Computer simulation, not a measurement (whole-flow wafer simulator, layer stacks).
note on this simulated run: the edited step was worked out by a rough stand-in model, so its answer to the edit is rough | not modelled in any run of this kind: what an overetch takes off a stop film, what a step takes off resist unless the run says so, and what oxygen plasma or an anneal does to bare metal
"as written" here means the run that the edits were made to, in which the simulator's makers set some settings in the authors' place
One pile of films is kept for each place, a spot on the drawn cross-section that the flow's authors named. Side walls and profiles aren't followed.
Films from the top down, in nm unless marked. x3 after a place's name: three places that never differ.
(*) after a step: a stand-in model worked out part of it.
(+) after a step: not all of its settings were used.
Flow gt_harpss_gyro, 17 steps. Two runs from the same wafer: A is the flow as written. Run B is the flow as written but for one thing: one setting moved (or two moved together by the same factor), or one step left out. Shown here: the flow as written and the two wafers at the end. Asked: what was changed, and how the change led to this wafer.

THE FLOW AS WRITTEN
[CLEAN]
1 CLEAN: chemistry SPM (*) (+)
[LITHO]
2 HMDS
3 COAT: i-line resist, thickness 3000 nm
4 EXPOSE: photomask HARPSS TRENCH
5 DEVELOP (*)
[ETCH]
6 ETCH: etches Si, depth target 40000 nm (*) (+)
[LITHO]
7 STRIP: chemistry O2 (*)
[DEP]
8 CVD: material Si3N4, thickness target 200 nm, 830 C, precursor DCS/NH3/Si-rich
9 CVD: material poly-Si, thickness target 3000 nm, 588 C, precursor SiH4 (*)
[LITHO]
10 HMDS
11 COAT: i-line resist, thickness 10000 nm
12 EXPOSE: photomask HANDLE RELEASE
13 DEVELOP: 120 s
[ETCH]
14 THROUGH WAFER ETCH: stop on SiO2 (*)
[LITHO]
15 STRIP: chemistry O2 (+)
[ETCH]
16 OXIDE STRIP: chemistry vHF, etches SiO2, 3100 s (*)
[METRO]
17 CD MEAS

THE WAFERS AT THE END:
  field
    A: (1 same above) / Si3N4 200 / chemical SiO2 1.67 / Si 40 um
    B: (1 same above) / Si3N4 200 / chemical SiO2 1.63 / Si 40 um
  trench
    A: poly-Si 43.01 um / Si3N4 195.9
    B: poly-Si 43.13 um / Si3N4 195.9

The cause: step 6, ETCH: depth target 59000 nm was run, where the flow has depth target 40000 nm.

How the change led to this, step by step:
  6 ETCH: etches Si, depth target 40000 nm (*) (+)
      trench: A chemical SiO2 -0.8 (all of it), Si -40 um (all of it) | B chemical SiO2 -0.8 (all of it), Si -40 um (all of it), SiO2 -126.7
      field: A i-line resist -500 | B i-line resist -737.5
  7 STRIP: chemistry O2 (*)
      field: A i-line resist -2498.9 (all of it), chemical SiO2 +0.87, Si -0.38 | B i-line resist -2261.4 (all of it), chemical SiO2 +0.83, Si -0.37
  9 CVD: material poly-Si, thickness target 3000 nm, 588 C, precursor SiH4 (*)
      trench: A poly-Si +43.01 um (new film) | B poly-Si +43.13 um (new film)
  16 OXIDE STRIP: chemistry vHF, etches SiO2, 3100 s (*)
      trench: A under 2 films: SiO2 -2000 (all of it) | B under 2 films: SiO2 -1873.3 (all of it)
